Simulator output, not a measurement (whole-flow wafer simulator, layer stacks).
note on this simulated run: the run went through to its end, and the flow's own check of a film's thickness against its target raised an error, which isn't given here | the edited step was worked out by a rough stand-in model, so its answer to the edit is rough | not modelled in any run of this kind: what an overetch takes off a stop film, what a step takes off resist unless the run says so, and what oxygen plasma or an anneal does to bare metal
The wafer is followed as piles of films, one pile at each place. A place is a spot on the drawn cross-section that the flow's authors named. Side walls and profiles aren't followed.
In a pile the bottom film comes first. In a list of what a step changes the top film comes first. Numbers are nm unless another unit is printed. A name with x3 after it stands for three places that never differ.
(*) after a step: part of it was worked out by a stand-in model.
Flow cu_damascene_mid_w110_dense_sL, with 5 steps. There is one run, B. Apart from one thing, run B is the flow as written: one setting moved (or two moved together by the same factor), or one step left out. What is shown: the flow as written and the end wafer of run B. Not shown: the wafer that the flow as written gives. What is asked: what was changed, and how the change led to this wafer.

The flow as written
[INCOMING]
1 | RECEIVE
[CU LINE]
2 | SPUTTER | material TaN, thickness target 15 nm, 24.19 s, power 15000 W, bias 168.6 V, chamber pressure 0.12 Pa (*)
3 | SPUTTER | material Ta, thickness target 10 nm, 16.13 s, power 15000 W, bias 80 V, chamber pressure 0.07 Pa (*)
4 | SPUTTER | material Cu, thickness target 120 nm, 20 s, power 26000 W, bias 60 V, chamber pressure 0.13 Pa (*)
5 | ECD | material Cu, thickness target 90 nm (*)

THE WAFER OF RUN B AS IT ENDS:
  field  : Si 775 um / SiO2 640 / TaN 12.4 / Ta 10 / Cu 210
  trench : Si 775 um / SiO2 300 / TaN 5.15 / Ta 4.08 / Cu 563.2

What caused this: step 2, SPUTTER: thickness target 12.4 nm was run, though the flow has thickness target 15 nm; step 2, SPUTTER: 19.96 s was run, where the flow has 24.19 s.
The wafer lets one read it off: field has TaN 12.4, and step 2 as written asks for 15 nm.

How this came from the change, step by step:
  2 | SPUTTER | material TaN, thickness target 15 nm, 24.19 s, power 15000 W, bias 168.6 V, chamber pressure 0.12 Pa (*)
      field: TaN gains 12.4 (new film) (in the flow as written it would be: TaN gains 15 (new film))
      trench: TaN gains 5.15 (new film) (in the flow as written it would be: TaN gains 6.23 (new film))
